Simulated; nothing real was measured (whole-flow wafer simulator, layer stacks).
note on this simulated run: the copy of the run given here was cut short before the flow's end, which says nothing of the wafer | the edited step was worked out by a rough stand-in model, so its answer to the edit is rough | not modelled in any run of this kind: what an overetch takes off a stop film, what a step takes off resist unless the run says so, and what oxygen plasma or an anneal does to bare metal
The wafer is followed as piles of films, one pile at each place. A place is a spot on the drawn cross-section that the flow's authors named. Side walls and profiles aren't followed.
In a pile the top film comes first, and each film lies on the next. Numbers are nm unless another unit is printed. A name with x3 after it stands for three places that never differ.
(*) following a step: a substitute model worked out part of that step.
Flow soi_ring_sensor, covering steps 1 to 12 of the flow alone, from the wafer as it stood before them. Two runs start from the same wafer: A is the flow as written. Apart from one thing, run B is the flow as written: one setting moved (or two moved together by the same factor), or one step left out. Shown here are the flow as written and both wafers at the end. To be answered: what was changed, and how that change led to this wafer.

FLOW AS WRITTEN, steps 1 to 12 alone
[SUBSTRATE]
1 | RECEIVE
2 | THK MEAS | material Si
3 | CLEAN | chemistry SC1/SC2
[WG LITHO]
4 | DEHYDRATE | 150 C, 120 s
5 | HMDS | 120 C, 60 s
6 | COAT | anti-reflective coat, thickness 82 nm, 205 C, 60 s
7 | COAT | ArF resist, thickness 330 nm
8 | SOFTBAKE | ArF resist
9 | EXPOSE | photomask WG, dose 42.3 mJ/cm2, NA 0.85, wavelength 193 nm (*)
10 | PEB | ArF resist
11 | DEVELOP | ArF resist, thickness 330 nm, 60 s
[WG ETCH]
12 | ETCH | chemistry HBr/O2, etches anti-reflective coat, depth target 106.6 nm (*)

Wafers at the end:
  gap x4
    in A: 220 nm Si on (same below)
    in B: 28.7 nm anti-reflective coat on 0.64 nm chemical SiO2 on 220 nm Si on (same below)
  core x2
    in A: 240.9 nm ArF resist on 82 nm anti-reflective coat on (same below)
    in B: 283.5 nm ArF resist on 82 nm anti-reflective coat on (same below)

Cause: step 12, ETCH: depth target 53.3 nm was run, while the flow as written has depth target 106.6 nm.

The path from the change to this, step by step:
  12 | ETCH | chemistry HBr/O2, etches anti-reflective coat, depth target 106.6 nm (*)
      gap x4: A anti-reflective coat loses 82 (all of it), chemical SiO2 loses 0.64 (all of it) | B anti-reflective coat loses 53.3
      core x2: A ArF resist loses 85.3 | B ArF resist loses 42.6
